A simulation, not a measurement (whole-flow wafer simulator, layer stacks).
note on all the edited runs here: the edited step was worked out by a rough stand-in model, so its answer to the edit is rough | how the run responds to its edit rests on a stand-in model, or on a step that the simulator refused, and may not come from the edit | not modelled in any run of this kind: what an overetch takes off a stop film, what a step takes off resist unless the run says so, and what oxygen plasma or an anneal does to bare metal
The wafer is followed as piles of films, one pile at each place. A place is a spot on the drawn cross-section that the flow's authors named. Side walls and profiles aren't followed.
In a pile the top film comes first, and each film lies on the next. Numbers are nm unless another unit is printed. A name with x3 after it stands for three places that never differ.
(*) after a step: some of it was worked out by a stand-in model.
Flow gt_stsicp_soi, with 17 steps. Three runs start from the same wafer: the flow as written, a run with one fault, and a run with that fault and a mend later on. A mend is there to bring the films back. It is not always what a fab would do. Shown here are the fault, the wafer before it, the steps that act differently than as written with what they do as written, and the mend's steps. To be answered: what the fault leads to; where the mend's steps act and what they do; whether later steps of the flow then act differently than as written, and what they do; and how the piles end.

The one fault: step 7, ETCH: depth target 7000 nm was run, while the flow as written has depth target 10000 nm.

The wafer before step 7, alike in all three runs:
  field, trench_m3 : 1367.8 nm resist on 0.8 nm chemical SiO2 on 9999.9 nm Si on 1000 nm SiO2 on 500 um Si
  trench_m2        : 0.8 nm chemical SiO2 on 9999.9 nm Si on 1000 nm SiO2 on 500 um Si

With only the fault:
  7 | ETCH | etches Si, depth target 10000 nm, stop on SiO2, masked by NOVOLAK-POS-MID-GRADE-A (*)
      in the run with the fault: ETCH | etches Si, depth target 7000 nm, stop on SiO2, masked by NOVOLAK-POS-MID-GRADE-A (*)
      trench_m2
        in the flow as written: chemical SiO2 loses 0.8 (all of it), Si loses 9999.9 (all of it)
        in the run with the fault: chemical SiO2 loses 0.8 (all of it), Si loses 7000
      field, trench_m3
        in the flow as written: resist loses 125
        in the run with the fault: resist loses 87.5
  Later steps of the flow acting differently than as written (not shown: 1 more step that differs only slightly, by at most 2% or 0.5 nm, whichever is larger):
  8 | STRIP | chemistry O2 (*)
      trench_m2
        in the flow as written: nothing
        in the run with the fault: chemical SiO2 gains 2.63 (new film), Si loses 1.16
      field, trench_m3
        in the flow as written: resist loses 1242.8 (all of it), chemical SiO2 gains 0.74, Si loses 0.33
        in the run with the fault: resist loses 1280.3 (all of it), chemical SiO2 gains 0.75, Si loses 0.33
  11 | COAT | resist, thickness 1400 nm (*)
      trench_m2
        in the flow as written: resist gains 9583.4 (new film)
        in the run with the fault: resist gains 7191.9 (new film)
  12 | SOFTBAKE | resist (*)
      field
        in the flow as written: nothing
        in the run with the fault: resist gains 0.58
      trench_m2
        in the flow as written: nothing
        in the run with the fault: resist gains 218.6
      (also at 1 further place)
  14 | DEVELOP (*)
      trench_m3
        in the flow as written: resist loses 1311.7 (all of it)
        in the run with the fault: resist loses 1343.5 (all of it)
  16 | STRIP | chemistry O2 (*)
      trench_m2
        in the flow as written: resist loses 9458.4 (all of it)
        in the run with the fault: resist loses 7285.4 (all of it), chemical SiO2 gains 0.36, Si loses 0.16
  At trench_m2, the piles at the end differ from the flow's by more than 2% or 0.5 nm, whichever is larger.
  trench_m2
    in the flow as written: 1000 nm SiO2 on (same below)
    in the run with the fault: 2.99 nm chemical SiO2 on 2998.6 nm Si on 1000 nm SiO2 on (same below)

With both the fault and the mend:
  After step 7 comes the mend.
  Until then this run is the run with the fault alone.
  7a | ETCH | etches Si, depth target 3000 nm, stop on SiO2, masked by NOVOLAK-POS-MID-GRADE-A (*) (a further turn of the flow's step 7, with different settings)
      field, trench_m3
        resist loses 37.5
      trench_m2
        Si loses 2999.9 (all of it)
  None of the later steps of the flow acts differently than as written at any place that is followed.
  By the end, the piles equal the flow's at every place that both follow.
